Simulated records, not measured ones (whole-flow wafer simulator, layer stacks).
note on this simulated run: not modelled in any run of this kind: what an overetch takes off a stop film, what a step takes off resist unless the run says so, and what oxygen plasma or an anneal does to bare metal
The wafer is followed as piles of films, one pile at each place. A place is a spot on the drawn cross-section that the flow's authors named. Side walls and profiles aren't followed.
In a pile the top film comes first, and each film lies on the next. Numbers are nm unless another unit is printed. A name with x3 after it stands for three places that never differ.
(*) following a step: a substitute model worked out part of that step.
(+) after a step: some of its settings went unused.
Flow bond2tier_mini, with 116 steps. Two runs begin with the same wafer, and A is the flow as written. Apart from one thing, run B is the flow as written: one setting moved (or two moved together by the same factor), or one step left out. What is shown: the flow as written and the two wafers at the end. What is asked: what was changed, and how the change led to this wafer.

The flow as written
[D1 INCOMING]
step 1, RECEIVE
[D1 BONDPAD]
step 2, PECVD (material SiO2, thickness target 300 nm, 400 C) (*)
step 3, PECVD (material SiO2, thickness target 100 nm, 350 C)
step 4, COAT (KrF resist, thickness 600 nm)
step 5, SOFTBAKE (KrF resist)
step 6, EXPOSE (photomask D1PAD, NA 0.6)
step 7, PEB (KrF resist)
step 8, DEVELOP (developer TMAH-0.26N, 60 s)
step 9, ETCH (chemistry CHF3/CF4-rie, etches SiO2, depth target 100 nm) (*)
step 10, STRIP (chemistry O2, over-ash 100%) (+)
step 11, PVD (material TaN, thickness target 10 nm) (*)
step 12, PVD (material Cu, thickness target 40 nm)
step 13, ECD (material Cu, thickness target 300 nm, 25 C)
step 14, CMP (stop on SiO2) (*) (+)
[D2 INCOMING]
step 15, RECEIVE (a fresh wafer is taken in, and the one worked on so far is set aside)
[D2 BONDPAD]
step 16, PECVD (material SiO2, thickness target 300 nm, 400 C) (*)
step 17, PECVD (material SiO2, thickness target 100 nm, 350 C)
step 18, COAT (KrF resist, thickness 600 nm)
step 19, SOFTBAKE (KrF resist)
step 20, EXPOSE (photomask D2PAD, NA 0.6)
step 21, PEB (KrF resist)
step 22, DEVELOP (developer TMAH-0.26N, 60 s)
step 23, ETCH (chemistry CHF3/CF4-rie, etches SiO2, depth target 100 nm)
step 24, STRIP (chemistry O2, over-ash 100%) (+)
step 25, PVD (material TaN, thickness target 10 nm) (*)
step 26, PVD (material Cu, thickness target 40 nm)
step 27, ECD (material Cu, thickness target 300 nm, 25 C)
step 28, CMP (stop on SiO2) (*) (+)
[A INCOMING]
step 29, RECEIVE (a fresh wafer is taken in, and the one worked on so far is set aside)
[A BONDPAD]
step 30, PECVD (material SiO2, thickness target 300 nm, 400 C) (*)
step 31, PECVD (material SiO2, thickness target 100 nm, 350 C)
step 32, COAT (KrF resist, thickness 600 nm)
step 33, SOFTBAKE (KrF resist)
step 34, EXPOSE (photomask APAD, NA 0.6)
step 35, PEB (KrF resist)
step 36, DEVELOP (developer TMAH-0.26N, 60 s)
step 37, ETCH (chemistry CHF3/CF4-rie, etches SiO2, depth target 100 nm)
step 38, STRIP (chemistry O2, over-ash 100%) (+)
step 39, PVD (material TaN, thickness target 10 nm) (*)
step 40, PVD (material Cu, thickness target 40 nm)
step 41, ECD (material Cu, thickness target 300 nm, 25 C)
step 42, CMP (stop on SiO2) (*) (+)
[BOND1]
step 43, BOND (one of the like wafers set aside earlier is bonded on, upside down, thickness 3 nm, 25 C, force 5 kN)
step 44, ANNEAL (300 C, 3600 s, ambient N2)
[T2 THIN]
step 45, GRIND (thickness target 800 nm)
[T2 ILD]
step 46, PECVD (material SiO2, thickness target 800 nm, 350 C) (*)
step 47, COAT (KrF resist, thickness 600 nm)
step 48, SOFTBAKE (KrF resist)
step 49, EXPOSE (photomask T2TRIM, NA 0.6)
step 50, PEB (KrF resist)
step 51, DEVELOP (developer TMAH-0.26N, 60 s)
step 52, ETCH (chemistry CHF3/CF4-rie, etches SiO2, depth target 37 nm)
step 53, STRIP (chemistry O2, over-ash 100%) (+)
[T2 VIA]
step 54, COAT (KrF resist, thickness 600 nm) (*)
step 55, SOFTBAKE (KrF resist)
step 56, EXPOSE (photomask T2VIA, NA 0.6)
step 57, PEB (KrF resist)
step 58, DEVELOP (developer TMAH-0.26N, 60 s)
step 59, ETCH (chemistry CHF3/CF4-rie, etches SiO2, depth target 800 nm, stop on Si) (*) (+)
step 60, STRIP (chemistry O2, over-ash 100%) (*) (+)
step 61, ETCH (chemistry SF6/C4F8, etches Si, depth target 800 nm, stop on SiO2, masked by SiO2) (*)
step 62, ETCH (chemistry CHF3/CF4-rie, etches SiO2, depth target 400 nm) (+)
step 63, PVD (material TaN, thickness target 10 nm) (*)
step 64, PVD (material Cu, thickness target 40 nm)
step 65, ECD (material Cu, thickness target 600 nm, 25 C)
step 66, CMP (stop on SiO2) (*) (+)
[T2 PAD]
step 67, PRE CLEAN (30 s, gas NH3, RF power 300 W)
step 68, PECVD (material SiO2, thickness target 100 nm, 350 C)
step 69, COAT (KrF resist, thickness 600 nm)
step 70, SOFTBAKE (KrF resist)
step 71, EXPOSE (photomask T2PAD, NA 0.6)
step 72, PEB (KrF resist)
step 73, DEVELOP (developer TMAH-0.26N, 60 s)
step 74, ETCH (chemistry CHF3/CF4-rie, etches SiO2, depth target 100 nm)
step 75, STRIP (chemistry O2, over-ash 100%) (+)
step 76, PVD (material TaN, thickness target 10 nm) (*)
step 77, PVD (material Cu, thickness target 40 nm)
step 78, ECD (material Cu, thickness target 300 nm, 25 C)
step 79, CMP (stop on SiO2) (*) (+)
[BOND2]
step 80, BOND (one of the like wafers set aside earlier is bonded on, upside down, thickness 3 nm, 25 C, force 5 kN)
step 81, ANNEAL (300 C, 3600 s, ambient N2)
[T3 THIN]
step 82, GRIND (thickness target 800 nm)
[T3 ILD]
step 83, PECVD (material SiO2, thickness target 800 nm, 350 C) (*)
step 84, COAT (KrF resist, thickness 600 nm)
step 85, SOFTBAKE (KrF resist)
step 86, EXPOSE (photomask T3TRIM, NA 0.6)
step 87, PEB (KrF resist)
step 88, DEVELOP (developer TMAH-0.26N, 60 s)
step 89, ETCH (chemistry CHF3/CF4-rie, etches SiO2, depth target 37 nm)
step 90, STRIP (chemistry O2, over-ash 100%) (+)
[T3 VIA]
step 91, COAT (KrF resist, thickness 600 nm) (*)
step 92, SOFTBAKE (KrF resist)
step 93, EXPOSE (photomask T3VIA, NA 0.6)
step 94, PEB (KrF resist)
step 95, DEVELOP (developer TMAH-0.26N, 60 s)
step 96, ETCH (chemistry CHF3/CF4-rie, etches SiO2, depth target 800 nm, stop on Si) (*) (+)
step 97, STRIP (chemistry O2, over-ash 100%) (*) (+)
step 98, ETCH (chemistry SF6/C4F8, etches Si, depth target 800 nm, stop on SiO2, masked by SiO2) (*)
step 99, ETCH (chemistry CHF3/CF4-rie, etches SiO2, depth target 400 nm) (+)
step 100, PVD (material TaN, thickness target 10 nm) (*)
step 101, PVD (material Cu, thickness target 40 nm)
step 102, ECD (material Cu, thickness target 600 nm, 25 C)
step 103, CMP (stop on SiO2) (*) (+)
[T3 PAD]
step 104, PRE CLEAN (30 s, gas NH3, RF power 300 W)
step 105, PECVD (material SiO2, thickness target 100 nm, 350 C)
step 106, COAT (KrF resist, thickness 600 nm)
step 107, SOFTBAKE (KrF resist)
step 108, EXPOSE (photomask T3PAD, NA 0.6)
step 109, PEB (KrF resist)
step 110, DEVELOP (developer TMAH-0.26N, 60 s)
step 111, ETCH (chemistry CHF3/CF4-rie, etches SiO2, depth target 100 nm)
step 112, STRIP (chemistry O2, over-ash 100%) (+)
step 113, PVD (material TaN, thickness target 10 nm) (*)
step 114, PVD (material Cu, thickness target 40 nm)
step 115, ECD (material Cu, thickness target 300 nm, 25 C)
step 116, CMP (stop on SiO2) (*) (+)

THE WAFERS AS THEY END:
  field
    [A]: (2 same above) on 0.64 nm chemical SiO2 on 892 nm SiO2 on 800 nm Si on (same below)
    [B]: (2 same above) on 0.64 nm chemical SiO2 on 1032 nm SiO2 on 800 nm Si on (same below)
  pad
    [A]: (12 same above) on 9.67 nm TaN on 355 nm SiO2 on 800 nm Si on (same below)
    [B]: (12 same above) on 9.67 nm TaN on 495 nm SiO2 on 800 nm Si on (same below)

What caused this: step 62, ETCH: depth target 260 nm was run, while the flow as written has depth target 400 nm.

Step by step, how the change led to this:
  step 62, ETCH (chemistry CHF3/CF4-rie, etches SiO2, depth target 400 nm) (+)
      field, pad: A SiO2 loses 400 | B SiO2 loses 260
